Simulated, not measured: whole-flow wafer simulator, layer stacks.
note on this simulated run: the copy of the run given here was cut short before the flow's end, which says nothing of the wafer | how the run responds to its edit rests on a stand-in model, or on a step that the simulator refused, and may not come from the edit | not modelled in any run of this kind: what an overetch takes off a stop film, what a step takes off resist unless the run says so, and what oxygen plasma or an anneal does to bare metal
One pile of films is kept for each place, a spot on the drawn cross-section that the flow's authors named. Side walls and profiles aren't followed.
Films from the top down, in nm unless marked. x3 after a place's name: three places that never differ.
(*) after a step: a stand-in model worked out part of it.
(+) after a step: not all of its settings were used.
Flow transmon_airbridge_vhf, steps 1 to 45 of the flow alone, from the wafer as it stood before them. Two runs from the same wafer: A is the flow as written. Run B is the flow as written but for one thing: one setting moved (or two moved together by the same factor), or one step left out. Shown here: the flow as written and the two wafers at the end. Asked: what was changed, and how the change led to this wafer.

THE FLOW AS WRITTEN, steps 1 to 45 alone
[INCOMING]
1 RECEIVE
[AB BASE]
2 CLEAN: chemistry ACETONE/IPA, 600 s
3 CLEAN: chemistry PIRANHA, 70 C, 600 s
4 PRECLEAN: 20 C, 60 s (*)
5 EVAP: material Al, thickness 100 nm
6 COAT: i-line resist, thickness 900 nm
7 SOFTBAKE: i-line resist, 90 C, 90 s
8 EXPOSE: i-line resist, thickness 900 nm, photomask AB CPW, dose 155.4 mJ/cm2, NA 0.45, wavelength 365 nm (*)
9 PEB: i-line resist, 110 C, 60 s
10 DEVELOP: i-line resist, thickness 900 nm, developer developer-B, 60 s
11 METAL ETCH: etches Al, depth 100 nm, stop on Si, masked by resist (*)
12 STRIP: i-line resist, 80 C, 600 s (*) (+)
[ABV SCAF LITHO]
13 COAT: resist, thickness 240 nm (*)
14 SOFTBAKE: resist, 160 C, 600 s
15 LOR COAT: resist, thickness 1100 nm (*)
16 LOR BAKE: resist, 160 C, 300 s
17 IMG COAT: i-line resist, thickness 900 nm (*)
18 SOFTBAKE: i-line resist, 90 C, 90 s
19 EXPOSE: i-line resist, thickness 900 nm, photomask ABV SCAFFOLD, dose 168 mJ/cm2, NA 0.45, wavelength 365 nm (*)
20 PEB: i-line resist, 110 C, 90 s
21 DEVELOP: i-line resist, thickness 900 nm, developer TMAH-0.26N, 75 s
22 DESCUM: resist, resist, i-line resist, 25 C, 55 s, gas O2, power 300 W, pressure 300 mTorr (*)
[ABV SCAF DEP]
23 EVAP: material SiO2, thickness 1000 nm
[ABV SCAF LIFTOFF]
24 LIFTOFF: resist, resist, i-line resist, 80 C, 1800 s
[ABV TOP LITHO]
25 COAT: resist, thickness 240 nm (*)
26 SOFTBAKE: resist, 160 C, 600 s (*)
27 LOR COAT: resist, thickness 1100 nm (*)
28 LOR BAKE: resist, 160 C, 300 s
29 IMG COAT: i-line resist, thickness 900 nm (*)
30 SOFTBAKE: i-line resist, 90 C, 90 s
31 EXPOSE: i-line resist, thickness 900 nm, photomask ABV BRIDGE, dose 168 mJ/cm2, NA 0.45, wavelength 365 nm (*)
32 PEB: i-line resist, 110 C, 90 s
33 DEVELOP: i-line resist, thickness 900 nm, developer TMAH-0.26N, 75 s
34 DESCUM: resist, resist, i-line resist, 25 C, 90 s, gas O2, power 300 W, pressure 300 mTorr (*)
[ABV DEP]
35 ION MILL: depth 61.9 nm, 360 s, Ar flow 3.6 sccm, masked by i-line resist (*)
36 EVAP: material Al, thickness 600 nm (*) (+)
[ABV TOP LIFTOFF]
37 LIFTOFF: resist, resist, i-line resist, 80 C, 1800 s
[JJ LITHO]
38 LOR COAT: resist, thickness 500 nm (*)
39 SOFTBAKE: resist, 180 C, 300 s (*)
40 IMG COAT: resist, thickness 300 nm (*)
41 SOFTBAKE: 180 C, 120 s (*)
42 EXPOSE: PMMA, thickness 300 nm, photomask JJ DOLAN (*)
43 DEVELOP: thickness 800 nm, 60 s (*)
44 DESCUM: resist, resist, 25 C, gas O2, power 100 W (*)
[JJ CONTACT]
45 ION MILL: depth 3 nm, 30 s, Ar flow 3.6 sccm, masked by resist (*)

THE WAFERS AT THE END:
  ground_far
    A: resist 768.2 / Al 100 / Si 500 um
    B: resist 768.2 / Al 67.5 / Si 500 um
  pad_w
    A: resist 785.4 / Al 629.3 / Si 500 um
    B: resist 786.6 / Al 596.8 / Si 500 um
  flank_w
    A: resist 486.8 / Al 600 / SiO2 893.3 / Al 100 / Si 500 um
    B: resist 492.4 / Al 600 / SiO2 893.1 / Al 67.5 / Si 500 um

The cause: step 5, EVAP: thickness 67.5 nm was run, where the flow has thickness 100 nm.
It can be read off the wafer: ground_far has Al 67.5, and step 5 as written asks for 100 nm.

How the change led to this, step by step:
  5 EVAP: material Al, thickness 100 nm
      field x3, jj_line, ground_far and 12 more: A Al +100 (new film) | B Al +67.5 (new film)
  11 METAL ETCH: etches Al, depth 100 nm, stop on Si, masked by resist (*)
      field x3, jj_line, gap_w, gap_e: A Al -100 (all of it) | B Al -67.5 (all of it)
  13 COAT: resist, thickness 240 nm (*)
      flank_w, flank_e: A resist +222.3 (new film) | B resist +227.6 (new film)
  22 DESCUM: resist, resist, i-line resist, 25 C, 55 s, gas O2, power 300 W, pressure 300 mTorr (*)
      flank_w, flank_e: A resist -222.3 (all of it) | B resist -227.6 (all of it)
  25 COAT: resist, thickness 240 nm (*)
      flank_w, flank_e: A resist +152.6 (new film) | B resist +155.9 (new film)
  34 DESCUM: resist, resist, i-line resist, 25 C, 90 s, gas O2, power 300 W, pressure 300 mTorr (*)
      flank_w, flank_e: A resist -152.6 (all of it) | B resist -155.9 (all of it)
  40 IMG COAT: resist, thickness 300 nm (*)
      flank_w, flank_e: A resist +212.1 | B resist +216.9
